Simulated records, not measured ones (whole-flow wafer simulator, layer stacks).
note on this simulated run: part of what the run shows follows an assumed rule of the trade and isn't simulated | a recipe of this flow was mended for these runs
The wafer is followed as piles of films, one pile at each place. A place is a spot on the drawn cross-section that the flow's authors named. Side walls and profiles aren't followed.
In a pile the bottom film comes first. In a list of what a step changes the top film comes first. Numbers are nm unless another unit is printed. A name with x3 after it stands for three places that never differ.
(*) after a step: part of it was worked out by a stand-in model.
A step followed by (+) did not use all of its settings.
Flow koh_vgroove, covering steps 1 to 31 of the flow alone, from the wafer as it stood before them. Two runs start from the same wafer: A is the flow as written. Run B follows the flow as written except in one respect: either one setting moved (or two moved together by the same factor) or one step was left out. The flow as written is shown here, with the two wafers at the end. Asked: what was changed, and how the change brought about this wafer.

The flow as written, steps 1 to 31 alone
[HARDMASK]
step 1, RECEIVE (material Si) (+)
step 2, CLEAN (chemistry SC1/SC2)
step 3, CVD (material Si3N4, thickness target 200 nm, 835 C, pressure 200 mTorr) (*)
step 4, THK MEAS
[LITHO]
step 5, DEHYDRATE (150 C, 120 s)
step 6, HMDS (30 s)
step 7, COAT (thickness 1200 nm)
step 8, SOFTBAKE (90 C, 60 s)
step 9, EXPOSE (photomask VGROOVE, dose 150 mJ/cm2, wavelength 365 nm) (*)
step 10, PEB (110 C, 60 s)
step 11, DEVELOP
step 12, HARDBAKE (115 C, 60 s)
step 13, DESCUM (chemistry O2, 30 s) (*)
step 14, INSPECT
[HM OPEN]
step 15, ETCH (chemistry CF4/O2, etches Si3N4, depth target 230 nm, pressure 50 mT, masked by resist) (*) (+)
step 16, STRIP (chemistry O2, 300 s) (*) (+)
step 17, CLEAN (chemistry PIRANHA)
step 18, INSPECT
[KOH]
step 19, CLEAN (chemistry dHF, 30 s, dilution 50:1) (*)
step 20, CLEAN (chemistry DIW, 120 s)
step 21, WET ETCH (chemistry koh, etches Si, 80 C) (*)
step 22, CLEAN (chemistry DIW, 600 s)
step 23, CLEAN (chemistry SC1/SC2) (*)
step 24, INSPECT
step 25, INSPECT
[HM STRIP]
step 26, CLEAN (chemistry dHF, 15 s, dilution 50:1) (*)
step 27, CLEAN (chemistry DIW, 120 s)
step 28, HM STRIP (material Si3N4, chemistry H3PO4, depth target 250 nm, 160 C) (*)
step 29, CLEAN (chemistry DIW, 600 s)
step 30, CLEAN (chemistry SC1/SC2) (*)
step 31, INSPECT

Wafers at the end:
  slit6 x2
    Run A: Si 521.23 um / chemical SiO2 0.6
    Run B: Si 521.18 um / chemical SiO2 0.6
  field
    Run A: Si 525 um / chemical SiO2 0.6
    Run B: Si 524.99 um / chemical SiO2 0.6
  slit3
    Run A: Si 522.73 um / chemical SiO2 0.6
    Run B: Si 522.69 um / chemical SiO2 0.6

What caused this: step 3, CVD: 812 C was run, though the flow has 835 C.

Step by step, how the change led to this:
  step 3, CVD (material Si3N4, thickness target 200 nm, 835 C, pressure 200 mTorr) (*)
      field, slit3, slit2, slit6 x2: A +200 Si3N4 (new film) | B +155.4 Si3N4 (new film)
  step 15, ETCH (chemistry CF4/O2, etches Si3N4, depth target 230 nm, pressure 50 mT, masked by resist) (*) (+)
      slit3, slit2, slit6 x2: A -200 Si3N4 (all of it), -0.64 chemical SiO2 (all of it), -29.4 Si | B -155.4 Si3N4 (all of it), -0.64 chemical SiO2 (all of it), -74 Si
  step 28, HM STRIP (material Si3N4, chemistry H3PO4, depth target 250 nm, 160 C) (*)
      field: A -198.7 Si3N4 (all of it), -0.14 chemical SiO2, -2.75 Si | B -154.1 Si3N4 (all of it), -0.14 chemical SiO2, -4.98 Si
